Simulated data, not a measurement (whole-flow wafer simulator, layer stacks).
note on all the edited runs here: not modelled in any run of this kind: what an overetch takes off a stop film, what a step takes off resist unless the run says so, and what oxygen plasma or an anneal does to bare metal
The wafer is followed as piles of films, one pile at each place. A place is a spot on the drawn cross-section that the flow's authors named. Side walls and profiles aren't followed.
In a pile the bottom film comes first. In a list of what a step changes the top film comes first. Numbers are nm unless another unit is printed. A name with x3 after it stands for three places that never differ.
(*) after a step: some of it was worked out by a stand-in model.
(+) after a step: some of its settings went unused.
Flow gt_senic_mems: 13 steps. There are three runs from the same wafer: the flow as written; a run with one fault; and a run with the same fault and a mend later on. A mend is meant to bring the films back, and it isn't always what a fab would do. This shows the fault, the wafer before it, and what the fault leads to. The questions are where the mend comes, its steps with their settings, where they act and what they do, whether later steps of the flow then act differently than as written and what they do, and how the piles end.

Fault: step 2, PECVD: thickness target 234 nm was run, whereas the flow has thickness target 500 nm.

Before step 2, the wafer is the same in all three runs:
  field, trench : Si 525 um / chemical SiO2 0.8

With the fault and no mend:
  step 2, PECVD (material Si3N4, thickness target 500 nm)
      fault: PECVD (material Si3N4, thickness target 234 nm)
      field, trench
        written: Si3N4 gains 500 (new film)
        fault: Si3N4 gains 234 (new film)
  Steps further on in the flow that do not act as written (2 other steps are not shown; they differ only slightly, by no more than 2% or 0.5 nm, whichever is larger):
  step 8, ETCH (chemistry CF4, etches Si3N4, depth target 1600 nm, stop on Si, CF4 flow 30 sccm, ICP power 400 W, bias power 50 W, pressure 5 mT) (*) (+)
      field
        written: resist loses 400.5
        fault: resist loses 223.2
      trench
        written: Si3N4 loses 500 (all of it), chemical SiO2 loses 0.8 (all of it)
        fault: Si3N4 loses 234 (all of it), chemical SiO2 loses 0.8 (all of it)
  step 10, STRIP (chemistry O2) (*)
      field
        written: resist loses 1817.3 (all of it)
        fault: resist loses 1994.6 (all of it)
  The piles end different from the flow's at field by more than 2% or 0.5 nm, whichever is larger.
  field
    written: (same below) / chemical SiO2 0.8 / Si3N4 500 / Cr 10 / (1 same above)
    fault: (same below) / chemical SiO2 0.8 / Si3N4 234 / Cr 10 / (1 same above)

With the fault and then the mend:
  The mend stands after step 7.
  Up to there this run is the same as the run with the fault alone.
  step 7a, STRIP (chemistry O2) (*)
      field
        resist loses 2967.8 (all of it)
  step 7b, PECVD (material Si3N4, thickness target 266 nm) (the flow's step 2 again, with other settings)
      field, trench
        Si3N4 gains 266
  step 7c, HMDS (the flow's step 3 again)
      leaves every film unchanged at each place that is followed
  step 7d, COAT (resist, thickness 3000 nm) (the flow's step 4 again)
      field, trench
        resist gains 3000 (new film)
  step 7e, SOFTBAKE (resist) (the flow's step 5 again)
      leaves every film unchanged at each place that is followed
  step 7f, EXPOSE (photomask DEVICE, dose 108.9 mJ/cm2, wavelength 405 nm) (*) (the flow's step 6 again)
      leaves every film unchanged at each place that is followed
  step 7g, DEVELOP (resist, thickness 3000 nm, developer developer-E, 60 s) (the flow's step 7 again)
      field
        resist loses 32.2
      trench
        resist loses 3000 (all of it)
  None of the later steps of the flow acts differently than as written at any place that is followed.
  The piles end the same as the flow's at every place that both follow.
